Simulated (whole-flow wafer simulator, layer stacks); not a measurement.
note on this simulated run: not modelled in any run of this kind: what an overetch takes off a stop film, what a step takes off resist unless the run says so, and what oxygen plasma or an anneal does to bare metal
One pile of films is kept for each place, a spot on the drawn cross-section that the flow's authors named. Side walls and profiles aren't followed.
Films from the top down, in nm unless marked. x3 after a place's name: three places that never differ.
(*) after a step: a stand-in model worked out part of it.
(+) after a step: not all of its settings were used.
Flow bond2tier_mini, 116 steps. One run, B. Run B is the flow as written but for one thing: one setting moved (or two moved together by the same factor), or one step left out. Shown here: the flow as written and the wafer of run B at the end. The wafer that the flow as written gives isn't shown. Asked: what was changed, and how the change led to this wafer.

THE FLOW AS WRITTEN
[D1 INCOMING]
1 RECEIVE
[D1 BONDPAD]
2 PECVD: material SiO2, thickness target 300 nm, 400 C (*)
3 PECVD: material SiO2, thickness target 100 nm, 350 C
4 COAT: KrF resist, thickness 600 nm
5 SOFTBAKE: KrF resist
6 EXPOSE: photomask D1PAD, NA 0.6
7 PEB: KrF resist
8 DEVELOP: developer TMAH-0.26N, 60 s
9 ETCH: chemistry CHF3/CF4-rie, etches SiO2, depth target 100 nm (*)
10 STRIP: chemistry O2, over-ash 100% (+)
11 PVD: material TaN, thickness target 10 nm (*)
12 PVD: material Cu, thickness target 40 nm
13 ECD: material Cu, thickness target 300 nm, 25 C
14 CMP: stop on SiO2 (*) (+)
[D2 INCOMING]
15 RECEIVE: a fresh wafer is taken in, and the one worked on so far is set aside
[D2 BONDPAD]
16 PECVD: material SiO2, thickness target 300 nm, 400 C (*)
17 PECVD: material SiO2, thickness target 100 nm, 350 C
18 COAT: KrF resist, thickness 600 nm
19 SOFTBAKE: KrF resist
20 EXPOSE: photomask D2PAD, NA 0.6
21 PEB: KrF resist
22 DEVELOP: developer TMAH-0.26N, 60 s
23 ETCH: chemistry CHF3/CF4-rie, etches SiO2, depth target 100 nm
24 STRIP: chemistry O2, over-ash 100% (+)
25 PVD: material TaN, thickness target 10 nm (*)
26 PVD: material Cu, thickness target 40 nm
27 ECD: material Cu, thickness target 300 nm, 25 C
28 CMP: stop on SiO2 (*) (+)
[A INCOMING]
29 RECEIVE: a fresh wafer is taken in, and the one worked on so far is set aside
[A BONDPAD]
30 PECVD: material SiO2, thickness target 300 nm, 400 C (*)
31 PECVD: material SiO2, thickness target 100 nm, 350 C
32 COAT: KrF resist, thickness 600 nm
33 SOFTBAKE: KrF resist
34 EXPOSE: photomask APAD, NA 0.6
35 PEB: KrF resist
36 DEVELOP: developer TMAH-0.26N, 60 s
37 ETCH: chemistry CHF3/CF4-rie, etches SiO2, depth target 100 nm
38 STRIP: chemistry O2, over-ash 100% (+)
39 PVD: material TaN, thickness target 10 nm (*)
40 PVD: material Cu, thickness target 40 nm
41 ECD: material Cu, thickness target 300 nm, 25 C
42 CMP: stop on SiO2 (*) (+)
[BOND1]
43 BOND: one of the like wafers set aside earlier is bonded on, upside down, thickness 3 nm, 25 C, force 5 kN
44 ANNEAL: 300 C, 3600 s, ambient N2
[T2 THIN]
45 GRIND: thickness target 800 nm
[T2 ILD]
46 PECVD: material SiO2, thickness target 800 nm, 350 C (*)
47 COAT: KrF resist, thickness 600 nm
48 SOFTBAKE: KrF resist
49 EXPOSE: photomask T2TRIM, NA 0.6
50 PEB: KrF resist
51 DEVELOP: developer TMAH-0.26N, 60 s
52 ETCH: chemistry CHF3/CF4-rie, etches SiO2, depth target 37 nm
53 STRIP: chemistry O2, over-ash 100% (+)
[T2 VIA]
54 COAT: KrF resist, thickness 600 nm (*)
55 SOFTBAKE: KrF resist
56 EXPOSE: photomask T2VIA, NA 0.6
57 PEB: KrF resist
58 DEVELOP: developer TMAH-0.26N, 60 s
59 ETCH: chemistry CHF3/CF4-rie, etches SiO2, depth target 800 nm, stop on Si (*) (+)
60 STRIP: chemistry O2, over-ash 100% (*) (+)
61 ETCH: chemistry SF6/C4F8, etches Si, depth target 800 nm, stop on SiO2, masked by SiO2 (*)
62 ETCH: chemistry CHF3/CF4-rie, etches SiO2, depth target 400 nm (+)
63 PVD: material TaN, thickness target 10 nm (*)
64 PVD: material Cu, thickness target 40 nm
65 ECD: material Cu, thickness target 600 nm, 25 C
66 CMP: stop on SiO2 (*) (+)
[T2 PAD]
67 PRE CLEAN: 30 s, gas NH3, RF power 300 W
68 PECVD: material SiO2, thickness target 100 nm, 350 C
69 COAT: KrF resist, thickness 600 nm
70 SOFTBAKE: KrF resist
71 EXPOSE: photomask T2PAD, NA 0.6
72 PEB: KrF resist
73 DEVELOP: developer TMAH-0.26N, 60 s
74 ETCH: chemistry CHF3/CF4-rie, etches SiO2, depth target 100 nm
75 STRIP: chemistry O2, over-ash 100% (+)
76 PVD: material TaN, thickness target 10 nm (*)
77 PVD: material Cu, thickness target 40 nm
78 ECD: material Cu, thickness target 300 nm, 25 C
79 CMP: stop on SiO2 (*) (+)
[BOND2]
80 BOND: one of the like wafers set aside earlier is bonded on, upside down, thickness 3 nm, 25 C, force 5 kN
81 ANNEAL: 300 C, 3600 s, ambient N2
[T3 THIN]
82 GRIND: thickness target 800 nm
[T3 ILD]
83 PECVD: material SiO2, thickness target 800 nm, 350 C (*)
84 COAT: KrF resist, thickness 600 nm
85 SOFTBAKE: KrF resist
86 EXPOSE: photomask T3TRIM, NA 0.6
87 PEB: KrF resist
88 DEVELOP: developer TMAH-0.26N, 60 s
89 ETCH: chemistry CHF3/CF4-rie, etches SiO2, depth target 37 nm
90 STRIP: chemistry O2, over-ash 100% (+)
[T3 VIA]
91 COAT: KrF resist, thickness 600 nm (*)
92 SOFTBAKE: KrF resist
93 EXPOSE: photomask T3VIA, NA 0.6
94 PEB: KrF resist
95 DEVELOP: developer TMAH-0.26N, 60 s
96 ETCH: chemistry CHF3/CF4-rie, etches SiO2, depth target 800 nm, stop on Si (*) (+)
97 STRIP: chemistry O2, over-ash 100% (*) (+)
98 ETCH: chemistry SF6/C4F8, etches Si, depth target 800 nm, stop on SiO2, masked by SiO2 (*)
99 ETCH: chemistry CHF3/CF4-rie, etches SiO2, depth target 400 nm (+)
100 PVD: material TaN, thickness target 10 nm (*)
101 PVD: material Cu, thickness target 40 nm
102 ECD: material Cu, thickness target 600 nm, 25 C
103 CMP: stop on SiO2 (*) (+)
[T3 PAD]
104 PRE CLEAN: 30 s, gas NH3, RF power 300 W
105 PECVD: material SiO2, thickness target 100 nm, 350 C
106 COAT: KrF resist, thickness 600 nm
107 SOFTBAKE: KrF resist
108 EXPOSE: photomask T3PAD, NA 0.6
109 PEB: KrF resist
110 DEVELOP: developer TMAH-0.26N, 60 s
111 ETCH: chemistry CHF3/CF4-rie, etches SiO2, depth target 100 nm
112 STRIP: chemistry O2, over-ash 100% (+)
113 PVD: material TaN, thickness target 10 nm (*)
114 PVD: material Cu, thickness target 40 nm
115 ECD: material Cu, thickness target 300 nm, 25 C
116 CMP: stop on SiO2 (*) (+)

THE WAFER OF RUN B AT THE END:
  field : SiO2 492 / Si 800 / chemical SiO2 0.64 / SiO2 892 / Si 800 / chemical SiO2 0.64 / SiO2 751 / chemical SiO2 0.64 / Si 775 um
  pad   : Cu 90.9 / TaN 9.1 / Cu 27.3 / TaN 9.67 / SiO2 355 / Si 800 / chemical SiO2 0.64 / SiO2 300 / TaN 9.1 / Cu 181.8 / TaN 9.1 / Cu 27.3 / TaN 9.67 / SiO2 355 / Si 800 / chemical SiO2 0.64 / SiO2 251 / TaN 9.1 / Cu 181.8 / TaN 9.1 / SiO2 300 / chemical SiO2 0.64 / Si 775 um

The cause: step 3, PECVD: thickness target 51 nm was run, where the flow has thickness target 100 nm.

How the change led to this, step by step:
  3 PECVD: material SiO2, thickness target 100 nm, 350 C
      field, pad, via: SiO2 +51 (as written it would be: SiO2 +100)
  43 BOND: one of the like wafers set aside earlier is bonded on, upside down, thickness 3 nm, 25 C, force 5 kN
      field: Si +775 um (new film), chemical SiO2 +0.64 (new film), SiO2 +351 (as written it would be: Si +775 um (new film), chemical SiO2 +0.64 (new film), SiO2 +400)
      pad: Si +775 um (new film), chemical SiO2 +0.64 (new film), SiO2 +251 (new film), TaN +9.1 (new film), Cu +90.9 (as written it would be: Si +775 um (new film), chemical SiO2 +0.64 (new film), SiO2 +300 (new film), TaN +9.1 (new film), Cu +90.9)
      (and at 1 more place)
